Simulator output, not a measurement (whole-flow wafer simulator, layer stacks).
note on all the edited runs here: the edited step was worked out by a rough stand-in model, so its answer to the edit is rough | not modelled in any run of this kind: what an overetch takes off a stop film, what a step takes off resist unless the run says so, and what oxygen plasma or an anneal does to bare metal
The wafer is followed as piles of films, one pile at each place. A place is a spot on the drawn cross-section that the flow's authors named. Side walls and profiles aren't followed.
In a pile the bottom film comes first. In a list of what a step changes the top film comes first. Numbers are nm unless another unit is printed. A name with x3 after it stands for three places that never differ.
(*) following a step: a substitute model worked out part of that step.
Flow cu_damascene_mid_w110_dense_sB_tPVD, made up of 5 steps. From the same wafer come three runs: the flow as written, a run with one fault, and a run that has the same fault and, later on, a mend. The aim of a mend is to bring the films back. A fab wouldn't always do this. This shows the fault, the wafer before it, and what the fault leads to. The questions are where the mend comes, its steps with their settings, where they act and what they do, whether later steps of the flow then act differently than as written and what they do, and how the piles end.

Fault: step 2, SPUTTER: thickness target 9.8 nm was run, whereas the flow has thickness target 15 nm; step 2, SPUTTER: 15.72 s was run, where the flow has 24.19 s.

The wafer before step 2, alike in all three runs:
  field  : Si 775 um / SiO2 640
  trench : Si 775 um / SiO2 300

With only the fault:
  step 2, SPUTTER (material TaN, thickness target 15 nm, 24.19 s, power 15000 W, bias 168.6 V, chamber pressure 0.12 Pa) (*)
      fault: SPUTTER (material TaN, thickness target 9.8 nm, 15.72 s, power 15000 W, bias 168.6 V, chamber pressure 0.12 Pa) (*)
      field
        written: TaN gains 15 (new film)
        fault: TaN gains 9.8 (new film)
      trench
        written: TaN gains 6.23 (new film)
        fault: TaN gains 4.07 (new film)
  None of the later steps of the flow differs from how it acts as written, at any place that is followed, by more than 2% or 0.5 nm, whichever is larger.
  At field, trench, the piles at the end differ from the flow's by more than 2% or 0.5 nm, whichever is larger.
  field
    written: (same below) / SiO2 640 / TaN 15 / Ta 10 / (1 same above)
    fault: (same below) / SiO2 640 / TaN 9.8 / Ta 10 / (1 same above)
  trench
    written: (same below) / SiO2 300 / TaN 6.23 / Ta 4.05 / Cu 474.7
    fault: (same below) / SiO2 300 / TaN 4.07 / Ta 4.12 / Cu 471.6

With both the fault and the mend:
  The mend stands after step 2.
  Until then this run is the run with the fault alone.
  step 2a, SPUTTER (material TaN, thickness target 5.2 nm, 8.386 s, power 15000 W, bias 168.6 V, chamber pressure 0.12 Pa) (*) (a further turn of the flow's step 2, with different settings)
      field
        TaN gains 5.2
      trench
        TaN gains 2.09
  None of the later steps of the flow differs from how it acts as written, at any place that is followed, by more than 2% or 0.5 nm, whichever is larger.
  The piles end only slightly different from the flow's at the places that both follow, by no more than 2% or 0.5 nm, whichever is larger.
